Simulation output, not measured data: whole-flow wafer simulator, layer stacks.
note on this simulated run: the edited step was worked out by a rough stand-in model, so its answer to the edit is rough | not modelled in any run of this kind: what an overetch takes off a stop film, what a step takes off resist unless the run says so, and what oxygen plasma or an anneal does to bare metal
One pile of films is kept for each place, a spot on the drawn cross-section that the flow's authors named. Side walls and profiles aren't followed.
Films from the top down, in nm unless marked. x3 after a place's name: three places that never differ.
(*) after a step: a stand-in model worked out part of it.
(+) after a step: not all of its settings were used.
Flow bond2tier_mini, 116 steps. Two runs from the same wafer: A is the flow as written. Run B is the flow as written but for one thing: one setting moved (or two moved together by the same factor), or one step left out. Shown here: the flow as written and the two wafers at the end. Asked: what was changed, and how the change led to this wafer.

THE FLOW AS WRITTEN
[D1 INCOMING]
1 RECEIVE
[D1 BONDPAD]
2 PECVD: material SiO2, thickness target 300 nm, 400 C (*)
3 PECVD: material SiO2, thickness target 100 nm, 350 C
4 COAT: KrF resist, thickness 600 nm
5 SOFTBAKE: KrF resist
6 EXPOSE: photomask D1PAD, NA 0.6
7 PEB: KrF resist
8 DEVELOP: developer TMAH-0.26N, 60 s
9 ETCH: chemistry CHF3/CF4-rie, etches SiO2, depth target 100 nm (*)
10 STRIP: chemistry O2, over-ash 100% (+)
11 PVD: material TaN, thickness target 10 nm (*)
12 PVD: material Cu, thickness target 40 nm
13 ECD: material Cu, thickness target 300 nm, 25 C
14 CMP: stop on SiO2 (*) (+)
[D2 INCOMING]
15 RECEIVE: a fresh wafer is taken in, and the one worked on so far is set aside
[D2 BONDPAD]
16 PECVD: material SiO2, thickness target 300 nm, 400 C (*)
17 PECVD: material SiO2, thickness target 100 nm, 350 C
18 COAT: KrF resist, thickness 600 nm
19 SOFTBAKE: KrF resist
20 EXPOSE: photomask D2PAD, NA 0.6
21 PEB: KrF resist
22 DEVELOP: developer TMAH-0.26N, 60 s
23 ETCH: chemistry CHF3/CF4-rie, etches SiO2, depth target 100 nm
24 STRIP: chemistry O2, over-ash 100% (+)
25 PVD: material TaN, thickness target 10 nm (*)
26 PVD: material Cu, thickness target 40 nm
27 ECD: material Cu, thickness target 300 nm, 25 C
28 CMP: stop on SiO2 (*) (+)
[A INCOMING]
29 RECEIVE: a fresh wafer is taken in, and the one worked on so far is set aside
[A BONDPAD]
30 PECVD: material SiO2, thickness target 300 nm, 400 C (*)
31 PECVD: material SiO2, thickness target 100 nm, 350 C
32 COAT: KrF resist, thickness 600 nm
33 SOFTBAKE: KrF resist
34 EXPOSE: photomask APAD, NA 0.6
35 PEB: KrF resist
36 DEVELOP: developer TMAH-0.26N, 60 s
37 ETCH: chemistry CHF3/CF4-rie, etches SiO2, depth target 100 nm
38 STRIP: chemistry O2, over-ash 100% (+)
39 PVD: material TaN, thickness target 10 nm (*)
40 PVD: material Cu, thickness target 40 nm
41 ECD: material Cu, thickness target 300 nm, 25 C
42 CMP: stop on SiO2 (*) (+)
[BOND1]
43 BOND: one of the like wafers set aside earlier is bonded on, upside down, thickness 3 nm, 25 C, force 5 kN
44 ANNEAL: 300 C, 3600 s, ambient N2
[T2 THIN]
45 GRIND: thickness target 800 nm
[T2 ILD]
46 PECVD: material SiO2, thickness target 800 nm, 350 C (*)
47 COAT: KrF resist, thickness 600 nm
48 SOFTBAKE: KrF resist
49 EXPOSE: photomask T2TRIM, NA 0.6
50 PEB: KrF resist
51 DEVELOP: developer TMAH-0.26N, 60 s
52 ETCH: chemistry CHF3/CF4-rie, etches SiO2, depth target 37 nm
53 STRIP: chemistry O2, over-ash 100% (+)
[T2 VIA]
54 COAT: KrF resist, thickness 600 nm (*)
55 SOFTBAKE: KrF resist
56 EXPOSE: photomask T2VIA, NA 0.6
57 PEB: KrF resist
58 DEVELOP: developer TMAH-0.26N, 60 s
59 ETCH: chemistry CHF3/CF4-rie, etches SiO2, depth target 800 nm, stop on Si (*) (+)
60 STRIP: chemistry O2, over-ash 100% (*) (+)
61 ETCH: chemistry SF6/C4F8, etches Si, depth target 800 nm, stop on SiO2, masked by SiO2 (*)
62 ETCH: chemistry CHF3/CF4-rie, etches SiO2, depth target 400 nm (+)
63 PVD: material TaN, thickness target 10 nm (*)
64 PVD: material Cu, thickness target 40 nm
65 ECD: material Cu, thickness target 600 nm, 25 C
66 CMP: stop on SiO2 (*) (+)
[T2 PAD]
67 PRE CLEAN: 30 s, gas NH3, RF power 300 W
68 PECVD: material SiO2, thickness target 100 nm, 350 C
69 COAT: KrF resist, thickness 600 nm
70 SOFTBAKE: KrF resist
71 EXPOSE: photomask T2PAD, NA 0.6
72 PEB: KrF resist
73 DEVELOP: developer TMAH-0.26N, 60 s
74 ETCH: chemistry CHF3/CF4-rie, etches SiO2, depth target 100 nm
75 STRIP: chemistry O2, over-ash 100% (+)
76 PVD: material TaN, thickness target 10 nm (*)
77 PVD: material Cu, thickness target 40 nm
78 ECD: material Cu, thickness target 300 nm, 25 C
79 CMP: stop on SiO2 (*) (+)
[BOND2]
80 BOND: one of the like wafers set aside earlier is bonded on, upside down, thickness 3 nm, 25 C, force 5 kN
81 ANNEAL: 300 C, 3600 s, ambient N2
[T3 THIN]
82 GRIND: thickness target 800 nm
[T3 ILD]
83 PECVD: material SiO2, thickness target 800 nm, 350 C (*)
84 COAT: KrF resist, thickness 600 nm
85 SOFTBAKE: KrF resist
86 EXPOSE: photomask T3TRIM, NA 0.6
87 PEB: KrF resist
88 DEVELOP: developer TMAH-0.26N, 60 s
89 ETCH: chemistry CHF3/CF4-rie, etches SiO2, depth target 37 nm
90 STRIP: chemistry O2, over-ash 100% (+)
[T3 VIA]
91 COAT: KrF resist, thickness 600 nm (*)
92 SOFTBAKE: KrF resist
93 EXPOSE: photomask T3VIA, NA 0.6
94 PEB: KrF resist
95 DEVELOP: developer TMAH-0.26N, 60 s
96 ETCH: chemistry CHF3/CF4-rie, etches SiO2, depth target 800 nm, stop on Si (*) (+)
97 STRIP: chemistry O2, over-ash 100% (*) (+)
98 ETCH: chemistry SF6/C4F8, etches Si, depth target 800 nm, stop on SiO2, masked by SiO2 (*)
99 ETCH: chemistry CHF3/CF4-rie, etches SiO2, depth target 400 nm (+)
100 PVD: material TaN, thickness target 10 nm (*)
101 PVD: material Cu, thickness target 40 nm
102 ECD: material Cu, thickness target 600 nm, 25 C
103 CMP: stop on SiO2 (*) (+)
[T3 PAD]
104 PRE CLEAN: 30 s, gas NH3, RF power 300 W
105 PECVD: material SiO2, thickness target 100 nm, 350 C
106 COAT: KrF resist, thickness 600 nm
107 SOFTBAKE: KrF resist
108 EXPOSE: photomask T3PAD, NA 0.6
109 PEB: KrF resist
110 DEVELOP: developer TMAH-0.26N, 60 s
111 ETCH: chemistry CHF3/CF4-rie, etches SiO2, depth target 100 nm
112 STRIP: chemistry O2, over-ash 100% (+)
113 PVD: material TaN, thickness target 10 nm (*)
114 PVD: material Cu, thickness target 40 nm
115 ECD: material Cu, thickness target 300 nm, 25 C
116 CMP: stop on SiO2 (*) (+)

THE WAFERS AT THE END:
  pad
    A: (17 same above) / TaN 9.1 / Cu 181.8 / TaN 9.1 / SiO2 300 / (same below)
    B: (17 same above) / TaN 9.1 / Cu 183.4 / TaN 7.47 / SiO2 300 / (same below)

The cause: step 39, PVD: thickness target 8.2 nm was run, where the flow has thickness target 10 nm.

How the change led to this, step by step:
  39 PVD: material TaN, thickness target 10 nm (*)
      field: A TaN +10 (new film) | B TaN +8.2 (new film)
      pad: A TaN +9.1 (new film) | B TaN +7.47 (new film)
      (and at 1 more place)
  42 CMP: stop on SiO2 (*) (+)
      field: A Cu -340 (all of it), TaN -10 (all of it) | B Cu -340 (all of it), TaN -8.2 (all of it)
